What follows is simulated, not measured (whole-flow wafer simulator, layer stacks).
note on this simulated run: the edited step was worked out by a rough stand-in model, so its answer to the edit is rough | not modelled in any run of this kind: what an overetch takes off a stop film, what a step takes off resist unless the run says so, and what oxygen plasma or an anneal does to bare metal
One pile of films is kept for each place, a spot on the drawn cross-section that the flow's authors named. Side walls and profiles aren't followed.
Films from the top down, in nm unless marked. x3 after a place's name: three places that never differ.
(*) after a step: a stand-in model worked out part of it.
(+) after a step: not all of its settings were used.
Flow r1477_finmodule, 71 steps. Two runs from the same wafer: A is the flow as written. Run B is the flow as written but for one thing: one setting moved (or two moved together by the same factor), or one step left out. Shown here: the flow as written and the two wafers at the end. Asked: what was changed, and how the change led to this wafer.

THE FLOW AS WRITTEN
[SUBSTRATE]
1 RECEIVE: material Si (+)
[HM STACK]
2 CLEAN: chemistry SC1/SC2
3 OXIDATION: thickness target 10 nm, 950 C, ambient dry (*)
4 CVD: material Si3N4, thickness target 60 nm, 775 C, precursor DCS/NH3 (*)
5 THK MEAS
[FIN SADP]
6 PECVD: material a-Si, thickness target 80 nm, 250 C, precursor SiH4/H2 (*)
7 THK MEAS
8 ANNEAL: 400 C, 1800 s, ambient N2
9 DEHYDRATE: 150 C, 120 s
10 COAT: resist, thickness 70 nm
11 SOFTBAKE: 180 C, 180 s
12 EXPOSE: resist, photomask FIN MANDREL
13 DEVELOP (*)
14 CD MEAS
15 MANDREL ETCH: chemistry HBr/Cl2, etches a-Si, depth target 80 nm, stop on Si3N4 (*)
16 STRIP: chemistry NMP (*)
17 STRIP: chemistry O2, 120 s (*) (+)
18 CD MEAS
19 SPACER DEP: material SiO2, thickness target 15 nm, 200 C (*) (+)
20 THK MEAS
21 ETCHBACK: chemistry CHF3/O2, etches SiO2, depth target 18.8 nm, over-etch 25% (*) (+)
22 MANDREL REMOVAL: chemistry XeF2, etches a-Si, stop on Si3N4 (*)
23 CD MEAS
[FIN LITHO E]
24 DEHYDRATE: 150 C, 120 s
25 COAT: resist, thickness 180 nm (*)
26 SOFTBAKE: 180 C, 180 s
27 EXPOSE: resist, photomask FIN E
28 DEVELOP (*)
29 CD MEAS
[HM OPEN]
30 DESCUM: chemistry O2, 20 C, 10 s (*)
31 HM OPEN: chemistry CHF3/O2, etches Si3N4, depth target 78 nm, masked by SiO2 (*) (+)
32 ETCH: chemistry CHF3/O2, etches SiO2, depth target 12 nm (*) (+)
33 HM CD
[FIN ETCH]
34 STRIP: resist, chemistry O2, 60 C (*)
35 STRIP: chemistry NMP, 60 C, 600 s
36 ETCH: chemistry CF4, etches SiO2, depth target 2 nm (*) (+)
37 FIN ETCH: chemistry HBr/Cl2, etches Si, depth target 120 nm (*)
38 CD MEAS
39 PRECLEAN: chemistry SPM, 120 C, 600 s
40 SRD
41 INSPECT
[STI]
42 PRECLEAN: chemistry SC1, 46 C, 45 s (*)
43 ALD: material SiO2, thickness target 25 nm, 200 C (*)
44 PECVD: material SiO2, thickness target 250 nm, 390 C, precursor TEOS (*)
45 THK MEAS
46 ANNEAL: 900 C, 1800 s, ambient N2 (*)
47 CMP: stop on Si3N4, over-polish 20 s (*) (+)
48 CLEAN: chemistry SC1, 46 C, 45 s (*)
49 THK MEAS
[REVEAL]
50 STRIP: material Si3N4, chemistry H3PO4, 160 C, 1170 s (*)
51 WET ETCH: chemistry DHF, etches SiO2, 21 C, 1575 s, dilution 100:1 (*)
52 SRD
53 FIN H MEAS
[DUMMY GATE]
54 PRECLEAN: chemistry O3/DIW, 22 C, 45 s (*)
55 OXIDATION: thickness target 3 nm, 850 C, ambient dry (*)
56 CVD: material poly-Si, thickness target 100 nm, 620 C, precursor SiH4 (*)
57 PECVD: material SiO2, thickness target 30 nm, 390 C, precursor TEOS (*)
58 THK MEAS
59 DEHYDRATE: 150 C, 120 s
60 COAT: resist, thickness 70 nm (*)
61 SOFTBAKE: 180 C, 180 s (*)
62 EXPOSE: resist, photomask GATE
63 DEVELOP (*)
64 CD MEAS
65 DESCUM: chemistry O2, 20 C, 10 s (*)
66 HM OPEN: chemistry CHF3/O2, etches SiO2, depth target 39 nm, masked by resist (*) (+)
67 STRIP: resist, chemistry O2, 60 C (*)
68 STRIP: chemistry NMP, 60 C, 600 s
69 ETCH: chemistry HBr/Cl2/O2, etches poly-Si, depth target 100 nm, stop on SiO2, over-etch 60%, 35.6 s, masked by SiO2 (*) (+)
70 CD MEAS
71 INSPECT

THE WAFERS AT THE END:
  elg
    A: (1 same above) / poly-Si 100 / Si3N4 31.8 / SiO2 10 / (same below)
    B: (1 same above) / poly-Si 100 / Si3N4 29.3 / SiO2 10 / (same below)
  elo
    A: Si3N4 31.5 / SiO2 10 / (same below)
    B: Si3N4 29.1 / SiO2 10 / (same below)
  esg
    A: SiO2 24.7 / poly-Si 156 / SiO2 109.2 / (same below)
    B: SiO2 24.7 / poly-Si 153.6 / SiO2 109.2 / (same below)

The cause: step 21, ETCHBACK: depth target 21.6 nm was run, where the flow has depth target 18.8 nm.

How the change led to this, step by step:
  21 ETCHBACK: chemistry CHF3/O2, etches SiO2, depth target 18.8 nm, over-etch 25% (*) (+)
      pad, padg, elg and 21 more: A SiO2 -15 (all of it), Si3N4 -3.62 | B SiO2 -15 (all of it), Si3N4 -6.29
      s40cg, s45cg, s50cg, s40co, s45co, s50co: A SiO2 -15.4 (all of it), a-Si -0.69 | B SiO2 -15.4 (all of it), a-Si -1.25
      (and at 6 more places)
  31 HM OPEN: chemistry CHF3/O2, etches Si3N4, depth target 78 nm, masked by SiO2 (*) (+)
      pad, padg, esg and 13 more: A Si3N4 -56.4 (all of it), SiO2 -10 (all of it) | B Si3N4 -53.7 (all of it), SiO2 -10 (all of it)
  51 WET ETCH: chemistry DHF, etches SiO2, 21 C, 1575 s, dilution 100:1 (*)
      elg, e40lg, e100lg, e200lg, elo, e40lo, e100lo, e200lo: A SiO2 -17.8 (all of it), Si3N4 -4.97 | B SiO2 -20.5 (all of it), Si3N4 -4.75
  67 STRIP: resist, chemistry O2, 60 C (*)
      e40sg: A resist -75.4 (all of it) | B resist -73 (all of it)
      e100sg: A resist -75.3 (all of it) | B resist -73 (all of it)
      (and at 1 more place)
